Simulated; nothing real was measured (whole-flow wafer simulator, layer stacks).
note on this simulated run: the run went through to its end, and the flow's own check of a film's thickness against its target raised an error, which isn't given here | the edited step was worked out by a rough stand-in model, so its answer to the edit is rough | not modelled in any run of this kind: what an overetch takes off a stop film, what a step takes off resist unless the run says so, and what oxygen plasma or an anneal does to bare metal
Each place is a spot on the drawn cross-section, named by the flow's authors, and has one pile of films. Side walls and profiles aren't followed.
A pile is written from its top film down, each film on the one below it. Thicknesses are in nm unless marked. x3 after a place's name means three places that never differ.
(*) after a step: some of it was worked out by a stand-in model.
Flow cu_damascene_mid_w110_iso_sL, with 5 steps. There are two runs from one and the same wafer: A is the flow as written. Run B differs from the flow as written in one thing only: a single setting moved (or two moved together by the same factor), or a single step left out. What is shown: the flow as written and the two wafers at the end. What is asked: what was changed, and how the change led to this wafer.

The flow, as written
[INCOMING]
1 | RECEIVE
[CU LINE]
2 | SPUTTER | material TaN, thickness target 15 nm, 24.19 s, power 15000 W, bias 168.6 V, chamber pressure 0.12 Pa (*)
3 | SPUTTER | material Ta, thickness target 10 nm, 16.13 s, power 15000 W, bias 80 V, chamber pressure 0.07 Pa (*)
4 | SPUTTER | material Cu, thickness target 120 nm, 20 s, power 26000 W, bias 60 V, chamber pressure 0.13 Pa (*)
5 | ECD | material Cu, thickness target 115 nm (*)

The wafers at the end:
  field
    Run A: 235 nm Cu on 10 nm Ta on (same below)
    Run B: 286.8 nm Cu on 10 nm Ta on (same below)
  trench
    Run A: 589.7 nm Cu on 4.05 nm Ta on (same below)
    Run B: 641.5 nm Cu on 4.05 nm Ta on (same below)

Cause: step 5, ECD: thickness target 166.8 nm was run, while the flow as written has thickness target 115 nm.

How this came from the change, step by step:
  5 | ECD | material Cu, thickness target 115 nm (*)
      field: A +115 Cu | B +166.8 Cu
      trench: A +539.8 Cu | B +591.6 Cu
